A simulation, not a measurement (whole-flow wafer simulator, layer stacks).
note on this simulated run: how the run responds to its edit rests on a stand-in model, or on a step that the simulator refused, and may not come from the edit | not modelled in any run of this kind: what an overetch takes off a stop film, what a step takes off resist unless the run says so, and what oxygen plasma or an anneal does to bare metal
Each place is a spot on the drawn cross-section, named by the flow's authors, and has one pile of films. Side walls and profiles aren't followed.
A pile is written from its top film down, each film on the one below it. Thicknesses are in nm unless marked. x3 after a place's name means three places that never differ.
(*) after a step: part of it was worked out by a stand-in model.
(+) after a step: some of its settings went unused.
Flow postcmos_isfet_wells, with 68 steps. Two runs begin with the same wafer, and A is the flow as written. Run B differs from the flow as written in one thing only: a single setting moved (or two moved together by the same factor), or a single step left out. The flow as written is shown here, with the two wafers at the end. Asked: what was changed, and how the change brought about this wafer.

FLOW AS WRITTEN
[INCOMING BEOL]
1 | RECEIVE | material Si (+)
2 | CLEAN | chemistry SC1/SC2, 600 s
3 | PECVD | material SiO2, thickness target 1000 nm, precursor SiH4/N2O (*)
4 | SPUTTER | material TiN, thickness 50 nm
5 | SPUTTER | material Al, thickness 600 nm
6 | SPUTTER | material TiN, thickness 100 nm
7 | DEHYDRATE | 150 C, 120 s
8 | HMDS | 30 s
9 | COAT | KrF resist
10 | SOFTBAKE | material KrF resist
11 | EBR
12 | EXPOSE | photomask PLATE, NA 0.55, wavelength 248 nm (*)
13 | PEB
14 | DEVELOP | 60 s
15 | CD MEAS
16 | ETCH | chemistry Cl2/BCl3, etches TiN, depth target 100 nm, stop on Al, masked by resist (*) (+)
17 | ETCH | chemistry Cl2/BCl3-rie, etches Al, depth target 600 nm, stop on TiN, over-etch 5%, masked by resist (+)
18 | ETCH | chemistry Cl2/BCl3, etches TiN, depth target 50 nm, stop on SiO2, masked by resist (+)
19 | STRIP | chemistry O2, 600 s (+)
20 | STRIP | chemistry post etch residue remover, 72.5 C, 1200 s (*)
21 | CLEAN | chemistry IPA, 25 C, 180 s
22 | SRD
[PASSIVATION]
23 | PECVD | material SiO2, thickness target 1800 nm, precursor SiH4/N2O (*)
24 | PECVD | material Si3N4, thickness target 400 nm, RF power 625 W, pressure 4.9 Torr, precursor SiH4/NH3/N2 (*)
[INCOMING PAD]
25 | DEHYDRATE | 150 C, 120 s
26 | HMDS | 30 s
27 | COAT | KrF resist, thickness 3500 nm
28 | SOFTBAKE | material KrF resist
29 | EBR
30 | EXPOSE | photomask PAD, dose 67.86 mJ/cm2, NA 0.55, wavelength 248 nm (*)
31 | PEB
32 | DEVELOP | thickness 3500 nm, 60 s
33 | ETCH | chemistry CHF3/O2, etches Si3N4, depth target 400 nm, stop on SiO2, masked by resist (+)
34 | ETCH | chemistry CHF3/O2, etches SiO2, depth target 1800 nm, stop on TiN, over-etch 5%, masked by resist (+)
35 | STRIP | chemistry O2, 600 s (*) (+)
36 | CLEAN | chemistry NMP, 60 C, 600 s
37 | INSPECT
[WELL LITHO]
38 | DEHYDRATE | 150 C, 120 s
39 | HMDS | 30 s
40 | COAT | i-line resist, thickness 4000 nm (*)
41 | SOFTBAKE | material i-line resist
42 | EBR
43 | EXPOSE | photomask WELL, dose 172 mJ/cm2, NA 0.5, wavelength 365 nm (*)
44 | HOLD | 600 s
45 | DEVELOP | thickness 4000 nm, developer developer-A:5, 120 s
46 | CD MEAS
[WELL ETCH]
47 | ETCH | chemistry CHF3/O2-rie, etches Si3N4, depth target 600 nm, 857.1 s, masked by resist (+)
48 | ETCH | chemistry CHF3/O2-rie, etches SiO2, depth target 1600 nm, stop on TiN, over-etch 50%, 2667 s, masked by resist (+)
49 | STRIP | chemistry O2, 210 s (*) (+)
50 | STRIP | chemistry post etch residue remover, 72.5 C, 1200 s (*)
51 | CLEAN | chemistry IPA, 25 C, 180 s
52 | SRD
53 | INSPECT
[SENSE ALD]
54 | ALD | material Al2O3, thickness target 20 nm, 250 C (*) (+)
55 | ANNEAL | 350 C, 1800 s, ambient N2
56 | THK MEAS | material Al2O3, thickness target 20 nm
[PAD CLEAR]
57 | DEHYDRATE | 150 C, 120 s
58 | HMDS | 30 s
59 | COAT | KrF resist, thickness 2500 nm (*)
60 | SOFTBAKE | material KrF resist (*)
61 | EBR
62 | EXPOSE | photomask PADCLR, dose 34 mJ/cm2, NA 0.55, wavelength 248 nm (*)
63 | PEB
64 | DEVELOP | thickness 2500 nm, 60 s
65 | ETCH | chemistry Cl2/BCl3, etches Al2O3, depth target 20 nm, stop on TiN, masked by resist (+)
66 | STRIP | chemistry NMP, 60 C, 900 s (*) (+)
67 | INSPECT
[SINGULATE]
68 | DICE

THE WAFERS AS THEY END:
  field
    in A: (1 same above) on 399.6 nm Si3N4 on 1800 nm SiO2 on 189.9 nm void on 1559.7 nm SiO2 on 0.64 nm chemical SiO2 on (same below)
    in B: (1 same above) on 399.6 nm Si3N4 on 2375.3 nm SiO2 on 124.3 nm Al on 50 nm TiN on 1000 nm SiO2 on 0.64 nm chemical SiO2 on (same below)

What caused this: step 17, ETCH: depth target 420 nm was run, though the flow has depth target 600 nm.

The path from the change to this, step by step:
  17 | ETCH | chemistry Cl2/BCl3-rie, etches Al, depth target 600 nm, stop on TiN, over-etch 5%, masked by resist (+)
      field: A -600 Al (all of it) | B -420 Al
      margin, well900, well1300, well2000, well3000, pad_rim, pad_clr, pad_open: A -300 KrF resist | B -210 KrF resist
  18 | ETCH | chemistry Cl2/BCl3, etches TiN, depth target 50 nm, stop on SiO2, masked by resist (+)
      field: A -50 TiN (all of it) | B -50 Al
  19 | STRIP | chemistry O2, 600 s (+)
      margin, well900, well1300, well2000, well3000, pad_rim, pad_clr, pad_open: A -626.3 KrF resist (all of it) | B -716.3 KrF resist (all of it)
  20 | STRIP | chemistry post etch residue remover, 72.5 C, 1200 s (*)
      field: A nothing | B -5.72 Al
  23 | PECVD | material SiO2, thickness target 1800 nm, precursor SiH4/N2O (*)
      field: A +1800 SiO2 (new film), +189.9 void (new film), +559.7 SiO2 | B +2375.3 SiO2 (new film)
If metal films that touch count as one body, field has 1 body; the flow as written gives 0 bodies.
